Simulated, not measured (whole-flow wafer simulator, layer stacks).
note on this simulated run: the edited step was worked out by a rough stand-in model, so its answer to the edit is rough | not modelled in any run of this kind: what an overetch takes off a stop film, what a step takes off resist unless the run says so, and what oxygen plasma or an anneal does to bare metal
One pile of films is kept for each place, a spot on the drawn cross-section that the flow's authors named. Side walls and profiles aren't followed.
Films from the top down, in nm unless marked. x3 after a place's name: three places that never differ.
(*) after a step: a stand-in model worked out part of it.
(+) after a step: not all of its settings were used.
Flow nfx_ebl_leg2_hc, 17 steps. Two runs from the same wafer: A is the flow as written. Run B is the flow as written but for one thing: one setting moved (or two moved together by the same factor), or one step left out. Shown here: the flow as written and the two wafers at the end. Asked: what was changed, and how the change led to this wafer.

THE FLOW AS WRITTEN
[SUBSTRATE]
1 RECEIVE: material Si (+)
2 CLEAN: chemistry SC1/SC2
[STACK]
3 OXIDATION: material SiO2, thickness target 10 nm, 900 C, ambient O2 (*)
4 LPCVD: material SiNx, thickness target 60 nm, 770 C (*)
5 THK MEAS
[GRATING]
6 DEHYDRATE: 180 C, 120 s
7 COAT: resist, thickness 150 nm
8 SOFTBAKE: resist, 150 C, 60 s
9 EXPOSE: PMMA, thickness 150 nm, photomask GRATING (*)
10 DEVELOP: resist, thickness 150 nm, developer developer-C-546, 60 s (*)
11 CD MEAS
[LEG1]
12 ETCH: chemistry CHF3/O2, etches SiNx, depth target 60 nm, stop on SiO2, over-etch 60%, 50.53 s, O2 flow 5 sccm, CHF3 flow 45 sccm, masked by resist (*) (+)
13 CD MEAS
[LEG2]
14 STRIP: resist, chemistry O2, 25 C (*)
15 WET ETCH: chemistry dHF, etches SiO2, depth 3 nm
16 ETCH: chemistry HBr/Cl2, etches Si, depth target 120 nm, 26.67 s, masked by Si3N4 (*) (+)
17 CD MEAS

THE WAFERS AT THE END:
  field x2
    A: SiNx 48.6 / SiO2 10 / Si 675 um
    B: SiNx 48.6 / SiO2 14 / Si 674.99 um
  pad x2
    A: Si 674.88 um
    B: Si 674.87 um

The cause: step 3, OXIDATION: thickness target 14 nm was run, where the flow has thickness target 10 nm.
It can be read off the wafer: field x2 has SiO2 14, and step 3 as written asks for 10 nm.

How the change led to this, step by step:
  3 OXIDATION: material SiO2, thickness target 10 nm, 900 C, ambient O2 (*)
      field x2, pad x2: A SiO2 +10 (new film), chemical SiO2 -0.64 (all of it), Si -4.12 | B SiO2 +14 (new film), chemical SiO2 -0.64 (all of it), Si -5.88
  12 ETCH: chemistry CHF3/O2, etches SiNx, depth target 60 nm, stop on SiO2, over-etch 60%, 50.53 s, O2 flow 5 sccm, CHF3 flow 45 sccm, masked by resist (*) (+)
      pad x2: A SiNx -60 (all of it), SiO2 -10 (all of it) | B SiNx -60 (all of it), SiO2 -14 (all of it)
